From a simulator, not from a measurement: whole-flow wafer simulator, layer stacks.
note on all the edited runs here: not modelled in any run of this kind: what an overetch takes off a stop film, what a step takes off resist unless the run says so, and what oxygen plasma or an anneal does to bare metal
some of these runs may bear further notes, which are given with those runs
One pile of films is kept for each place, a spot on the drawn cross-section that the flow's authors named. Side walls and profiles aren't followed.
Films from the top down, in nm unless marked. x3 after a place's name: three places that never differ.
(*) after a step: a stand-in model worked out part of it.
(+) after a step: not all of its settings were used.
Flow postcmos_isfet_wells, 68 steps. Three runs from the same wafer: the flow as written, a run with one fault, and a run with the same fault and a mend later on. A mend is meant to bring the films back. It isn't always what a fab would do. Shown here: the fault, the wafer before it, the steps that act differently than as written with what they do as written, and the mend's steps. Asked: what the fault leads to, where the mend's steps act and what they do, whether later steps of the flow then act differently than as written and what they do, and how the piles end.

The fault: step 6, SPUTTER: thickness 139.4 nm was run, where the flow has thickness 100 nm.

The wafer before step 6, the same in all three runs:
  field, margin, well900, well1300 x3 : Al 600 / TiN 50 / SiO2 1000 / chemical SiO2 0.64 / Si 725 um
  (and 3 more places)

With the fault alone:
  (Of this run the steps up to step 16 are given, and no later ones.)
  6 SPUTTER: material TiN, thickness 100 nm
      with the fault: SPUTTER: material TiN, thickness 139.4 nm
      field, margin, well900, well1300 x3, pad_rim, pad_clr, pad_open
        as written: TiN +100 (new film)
        with the fault: TiN +139.4 (new film)
  Later steps of the flow that act differently than as written:
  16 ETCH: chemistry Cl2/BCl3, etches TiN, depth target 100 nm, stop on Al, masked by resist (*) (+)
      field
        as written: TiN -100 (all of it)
        with the fault: TiN -100
  After step 16 the piles differ from the flow's by more than 2% or 0.5 nm, whichever is larger, at field, margin, well900, well1300 x3, pad_rim, pad_clr, pad_open.
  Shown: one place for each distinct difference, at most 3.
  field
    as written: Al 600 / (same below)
    with the fault: TiN 39.4 / Al 600 / (same below)
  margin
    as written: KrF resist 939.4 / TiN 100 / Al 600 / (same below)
    with the fault: KrF resist 939.4 / TiN 139.4 / Al 600 / (same below)

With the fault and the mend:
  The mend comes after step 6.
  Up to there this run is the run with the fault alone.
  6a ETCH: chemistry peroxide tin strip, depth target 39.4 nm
      field, margin, well900, well1300 x3, pad_rim, pad_clr, pad_open
        TiN -39.4
  No later step of the flow acts differently than as written at any place that is followed.
  At the end the piles are the same as the flow's at every place that both follow.
